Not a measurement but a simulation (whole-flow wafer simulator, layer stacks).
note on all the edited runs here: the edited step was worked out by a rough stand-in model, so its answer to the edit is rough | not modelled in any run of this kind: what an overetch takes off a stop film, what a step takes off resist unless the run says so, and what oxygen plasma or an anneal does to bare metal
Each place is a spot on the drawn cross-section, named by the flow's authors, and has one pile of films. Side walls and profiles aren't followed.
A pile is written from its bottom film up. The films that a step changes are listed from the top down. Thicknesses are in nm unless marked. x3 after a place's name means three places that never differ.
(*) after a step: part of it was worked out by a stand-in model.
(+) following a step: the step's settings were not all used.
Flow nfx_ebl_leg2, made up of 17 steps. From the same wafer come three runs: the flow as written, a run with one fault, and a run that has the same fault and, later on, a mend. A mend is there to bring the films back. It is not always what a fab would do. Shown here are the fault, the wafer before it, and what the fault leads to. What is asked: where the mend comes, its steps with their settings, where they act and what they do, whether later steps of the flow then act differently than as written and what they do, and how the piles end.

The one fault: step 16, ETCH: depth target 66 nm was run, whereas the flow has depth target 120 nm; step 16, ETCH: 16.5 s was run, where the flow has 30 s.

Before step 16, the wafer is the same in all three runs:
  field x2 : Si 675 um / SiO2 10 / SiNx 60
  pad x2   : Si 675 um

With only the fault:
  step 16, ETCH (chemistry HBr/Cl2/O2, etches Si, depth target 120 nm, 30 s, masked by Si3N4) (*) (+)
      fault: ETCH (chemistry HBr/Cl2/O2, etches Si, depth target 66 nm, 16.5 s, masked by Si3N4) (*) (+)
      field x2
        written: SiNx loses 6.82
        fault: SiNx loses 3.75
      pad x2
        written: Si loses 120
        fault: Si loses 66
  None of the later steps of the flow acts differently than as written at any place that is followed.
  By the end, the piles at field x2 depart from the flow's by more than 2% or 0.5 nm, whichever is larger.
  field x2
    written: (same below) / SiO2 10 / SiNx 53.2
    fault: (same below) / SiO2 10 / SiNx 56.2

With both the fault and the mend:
  The mend stands after step 17.
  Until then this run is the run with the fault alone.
  step 17a, ETCH (chemistry HBr/Cl2/O2, etches Si, depth target 54 nm, 13.5 s, masked by Si3N4) (*) (+) (the flow's step 16 again, with other settings)
      field x2
        SiNx loses 3.07
      pad x2
        Si loses 54
  None of the later steps of the flow acts differently than as written at any place that is followed.
  The piles end the same as the flow's at every place that both follow.
